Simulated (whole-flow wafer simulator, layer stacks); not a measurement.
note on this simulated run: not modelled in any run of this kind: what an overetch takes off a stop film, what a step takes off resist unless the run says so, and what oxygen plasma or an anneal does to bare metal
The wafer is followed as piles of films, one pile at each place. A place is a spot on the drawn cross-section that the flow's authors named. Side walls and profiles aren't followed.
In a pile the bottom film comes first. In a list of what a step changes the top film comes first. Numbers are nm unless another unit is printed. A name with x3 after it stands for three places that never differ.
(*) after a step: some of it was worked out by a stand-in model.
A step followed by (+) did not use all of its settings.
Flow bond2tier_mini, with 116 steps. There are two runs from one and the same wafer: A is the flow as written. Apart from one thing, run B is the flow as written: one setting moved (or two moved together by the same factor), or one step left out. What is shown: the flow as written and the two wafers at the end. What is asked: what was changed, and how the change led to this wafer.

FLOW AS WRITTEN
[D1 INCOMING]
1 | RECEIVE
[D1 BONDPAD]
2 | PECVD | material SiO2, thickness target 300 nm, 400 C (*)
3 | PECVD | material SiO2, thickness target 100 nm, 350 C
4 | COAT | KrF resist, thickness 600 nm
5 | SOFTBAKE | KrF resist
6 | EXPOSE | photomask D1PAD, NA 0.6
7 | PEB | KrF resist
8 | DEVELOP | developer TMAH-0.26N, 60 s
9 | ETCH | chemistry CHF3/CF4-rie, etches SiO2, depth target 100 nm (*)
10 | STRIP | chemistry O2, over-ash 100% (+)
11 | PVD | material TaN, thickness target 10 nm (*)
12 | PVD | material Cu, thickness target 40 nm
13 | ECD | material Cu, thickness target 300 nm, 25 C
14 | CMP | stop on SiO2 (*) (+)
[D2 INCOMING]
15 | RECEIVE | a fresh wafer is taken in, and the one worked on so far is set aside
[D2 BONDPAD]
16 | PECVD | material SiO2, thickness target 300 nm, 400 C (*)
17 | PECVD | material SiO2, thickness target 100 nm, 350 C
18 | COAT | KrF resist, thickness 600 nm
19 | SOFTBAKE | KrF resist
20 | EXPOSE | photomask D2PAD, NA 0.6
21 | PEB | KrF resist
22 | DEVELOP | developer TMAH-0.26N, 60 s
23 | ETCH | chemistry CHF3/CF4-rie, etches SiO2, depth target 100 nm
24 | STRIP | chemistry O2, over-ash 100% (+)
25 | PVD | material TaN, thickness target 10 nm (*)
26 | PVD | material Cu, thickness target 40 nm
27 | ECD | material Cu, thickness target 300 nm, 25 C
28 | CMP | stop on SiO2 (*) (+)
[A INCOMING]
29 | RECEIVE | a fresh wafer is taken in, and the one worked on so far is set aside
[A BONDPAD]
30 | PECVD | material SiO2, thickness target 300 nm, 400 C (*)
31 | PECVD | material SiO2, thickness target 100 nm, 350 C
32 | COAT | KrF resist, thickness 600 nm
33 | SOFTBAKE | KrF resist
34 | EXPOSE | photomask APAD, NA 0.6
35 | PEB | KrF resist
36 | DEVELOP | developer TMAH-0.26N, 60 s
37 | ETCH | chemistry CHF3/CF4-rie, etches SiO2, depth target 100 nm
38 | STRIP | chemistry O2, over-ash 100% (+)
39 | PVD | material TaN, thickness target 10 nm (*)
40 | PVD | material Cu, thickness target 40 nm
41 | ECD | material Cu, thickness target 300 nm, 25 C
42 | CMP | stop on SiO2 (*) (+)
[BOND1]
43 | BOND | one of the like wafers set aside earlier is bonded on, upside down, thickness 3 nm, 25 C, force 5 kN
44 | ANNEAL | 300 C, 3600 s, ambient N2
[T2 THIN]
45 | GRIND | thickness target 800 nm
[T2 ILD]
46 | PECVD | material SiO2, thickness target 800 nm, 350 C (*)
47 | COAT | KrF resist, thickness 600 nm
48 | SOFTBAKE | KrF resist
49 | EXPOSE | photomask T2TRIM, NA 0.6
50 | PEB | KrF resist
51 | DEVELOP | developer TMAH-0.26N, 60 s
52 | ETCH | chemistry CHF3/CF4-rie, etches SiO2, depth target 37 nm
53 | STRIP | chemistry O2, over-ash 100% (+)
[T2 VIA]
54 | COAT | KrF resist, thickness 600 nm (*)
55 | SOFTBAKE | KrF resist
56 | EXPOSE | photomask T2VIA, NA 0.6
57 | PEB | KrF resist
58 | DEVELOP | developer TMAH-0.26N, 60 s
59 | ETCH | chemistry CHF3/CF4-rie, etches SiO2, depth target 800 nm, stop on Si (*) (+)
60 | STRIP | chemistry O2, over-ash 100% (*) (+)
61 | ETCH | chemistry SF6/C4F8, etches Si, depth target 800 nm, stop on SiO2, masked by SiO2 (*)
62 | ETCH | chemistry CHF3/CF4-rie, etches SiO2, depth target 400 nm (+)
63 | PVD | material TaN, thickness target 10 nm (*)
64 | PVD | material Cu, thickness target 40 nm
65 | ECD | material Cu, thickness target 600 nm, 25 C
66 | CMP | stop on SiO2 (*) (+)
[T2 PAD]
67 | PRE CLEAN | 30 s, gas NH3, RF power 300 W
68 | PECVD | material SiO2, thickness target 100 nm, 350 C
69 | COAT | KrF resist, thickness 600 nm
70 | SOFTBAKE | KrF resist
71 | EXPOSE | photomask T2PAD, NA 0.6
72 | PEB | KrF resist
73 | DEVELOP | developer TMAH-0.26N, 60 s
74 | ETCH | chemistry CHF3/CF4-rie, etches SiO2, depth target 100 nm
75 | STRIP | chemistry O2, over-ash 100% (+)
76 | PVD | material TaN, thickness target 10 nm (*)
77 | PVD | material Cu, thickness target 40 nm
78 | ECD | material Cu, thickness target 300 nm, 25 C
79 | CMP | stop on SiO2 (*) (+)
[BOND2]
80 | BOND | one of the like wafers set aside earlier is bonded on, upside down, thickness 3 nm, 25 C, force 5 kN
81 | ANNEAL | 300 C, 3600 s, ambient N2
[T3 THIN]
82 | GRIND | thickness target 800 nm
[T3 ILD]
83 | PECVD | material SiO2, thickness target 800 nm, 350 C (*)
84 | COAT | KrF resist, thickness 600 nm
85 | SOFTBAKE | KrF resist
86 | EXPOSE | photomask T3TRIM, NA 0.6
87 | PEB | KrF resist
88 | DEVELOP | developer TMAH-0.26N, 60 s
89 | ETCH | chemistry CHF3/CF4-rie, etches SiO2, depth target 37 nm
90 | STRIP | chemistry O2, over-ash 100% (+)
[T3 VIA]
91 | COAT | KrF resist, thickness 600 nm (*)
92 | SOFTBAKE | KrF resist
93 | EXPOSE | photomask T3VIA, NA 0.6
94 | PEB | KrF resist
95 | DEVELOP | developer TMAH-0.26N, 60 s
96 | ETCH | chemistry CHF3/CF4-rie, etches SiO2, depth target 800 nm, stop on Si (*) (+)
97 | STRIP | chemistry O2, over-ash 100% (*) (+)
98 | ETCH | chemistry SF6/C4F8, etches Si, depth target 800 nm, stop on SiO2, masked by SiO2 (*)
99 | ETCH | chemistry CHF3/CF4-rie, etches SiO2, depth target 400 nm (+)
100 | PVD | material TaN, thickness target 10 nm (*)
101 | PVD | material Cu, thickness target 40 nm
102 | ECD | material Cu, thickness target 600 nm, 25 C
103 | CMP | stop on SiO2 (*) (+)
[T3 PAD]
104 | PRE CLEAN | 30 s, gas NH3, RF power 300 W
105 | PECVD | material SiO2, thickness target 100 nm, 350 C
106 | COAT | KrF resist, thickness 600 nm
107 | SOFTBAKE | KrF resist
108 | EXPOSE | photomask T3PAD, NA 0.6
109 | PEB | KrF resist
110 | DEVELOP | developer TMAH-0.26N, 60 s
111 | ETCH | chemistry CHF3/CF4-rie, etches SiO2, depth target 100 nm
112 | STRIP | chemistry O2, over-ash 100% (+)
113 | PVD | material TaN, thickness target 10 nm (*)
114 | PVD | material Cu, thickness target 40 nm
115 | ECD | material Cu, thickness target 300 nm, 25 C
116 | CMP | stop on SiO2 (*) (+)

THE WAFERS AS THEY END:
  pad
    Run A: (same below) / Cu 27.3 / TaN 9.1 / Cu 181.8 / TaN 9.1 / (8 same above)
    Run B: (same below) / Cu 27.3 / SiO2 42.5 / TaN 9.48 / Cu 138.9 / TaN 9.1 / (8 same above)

What caused this: step 74, ETCH: depth target 57.5 nm was run, while the flow as written has depth target 100 nm.

How this came from the change, step by step:
  74 | ETCH | chemistry CHF3/CF4-rie, etches SiO2, depth target 100 nm
      pad: A SiO2 loses 100 (all of it) | B SiO2 loses 57.5
      field: A KrF resist loses 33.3 | B KrF resist loses 19.2
  75 | STRIP | chemistry O2, over-ash 100% (+)
      field: A KrF resist loses 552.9 (all of it) | B KrF resist loses 567.1 (all of it)
  77 | PVD | material Cu, thickness target 40 nm
      pad: A Cu gains 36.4 (new film) | B Cu gains 37.9 (new film)
  78 | ECD | material Cu, thickness target 300 nm, 25 C
      pad: A Cu gains 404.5 | B Cu gains 360.1
Taking metal films that touch as one body, pad has 4 bodies (between them, from the top down: SiO2 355 / Si 800 / chemical SiO2 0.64 / SiO2 300; SiO2 42.5; SiO2 355 / Si 800 / chemical SiO2 0.64 / SiO2 300); the flow as written gives 3 bodies (between them, from the top down: SiO2 355 / Si 800 / chemical SiO2 0.64 / SiO2 300; SiO2 355 / Si 800 / chemical SiO2 0.64 / SiO2 300).
